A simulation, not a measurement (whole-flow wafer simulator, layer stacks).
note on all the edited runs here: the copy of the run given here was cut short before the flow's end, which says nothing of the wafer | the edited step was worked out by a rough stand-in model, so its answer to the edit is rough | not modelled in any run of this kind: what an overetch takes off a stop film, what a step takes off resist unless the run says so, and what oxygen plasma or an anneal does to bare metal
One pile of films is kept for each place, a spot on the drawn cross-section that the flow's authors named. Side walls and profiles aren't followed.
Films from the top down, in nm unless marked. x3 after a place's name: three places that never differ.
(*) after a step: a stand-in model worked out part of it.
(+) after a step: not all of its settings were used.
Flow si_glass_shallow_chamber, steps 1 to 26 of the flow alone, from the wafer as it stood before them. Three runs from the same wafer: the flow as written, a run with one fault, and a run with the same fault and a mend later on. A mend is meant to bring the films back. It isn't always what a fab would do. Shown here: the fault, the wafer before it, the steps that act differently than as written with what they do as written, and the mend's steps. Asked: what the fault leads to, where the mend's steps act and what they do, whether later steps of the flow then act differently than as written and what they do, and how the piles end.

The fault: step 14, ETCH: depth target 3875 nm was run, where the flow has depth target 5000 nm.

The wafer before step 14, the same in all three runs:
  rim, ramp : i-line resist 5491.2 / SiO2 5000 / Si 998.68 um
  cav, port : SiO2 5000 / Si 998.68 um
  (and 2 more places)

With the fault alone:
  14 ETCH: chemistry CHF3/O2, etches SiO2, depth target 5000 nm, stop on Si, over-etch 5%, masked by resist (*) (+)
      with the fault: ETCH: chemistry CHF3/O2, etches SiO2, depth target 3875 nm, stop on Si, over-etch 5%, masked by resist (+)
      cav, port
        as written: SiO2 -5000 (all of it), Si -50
        with the fault: SiO2 -4068.8
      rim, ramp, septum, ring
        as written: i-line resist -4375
        with the fault: i-line resist -3390.6
  Later steps of the flow that act differently than as written (1 more step differs only slightly, by at most 2% or 0.5 nm, whichever is larger, and isn't shown):
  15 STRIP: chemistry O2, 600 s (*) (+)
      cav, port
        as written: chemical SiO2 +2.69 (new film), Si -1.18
        with the fault: nothing
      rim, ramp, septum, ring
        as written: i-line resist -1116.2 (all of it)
        with the fault: i-line resist -2100.5 (all of it)
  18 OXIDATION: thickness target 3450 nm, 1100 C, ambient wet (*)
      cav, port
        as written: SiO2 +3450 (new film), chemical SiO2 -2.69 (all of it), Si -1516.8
        with the fault: SiO2 +2662.3, Si -1171.4
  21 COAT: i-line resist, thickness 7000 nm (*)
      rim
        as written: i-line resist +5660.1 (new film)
        with the fault: i-line resist +5846.8 (new film)
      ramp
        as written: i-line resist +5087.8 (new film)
        with the fault: i-line resist +5346.8 (new film)
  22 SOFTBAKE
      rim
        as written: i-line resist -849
        with the fault: i-line resist -749.6
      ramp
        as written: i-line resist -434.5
        with the fault: i-line resist -368.7
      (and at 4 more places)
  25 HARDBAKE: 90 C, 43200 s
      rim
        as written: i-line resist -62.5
        with the fault: i-line resist -72.8
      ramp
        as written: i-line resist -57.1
        with the fault: i-line resist -68.4
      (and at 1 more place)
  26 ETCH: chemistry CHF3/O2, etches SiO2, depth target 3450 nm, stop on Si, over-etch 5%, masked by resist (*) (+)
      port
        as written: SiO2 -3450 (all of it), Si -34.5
        with the fault: SiO2 -3593.5 (all of it), Si -5.8
  At the end the piles differ from the flow's by more than 2% or 0.5 nm, whichever is larger, at rim, ramp, cav.
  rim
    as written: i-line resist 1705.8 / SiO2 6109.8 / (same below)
    with the fault: i-line resist 1981.6 / SiO2 6109.8 / (same below)
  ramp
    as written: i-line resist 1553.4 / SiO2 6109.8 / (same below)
    with the fault: i-line resist 1866.9 / SiO2 6109.8 / (same below)
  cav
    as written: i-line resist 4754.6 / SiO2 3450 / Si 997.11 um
    with the fault: i-line resist 4627.8 / SiO2 3593.5 / Si 997.51 um

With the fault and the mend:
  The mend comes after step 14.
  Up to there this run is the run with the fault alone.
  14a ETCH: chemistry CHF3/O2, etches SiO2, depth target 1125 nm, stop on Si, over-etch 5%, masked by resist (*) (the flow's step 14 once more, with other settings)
      rim, ramp, septum, ring
        i-line resist -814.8
      cav, port
        SiO2 -931.2 (all of it), Si -50
  Later steps of the flow that act differently than as written:
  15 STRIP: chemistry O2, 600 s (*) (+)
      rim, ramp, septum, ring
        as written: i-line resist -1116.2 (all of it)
        with the mend: i-line resist -1285.7 (all of it)
  At the end the piles are the same as the flow's at every place that both follow.
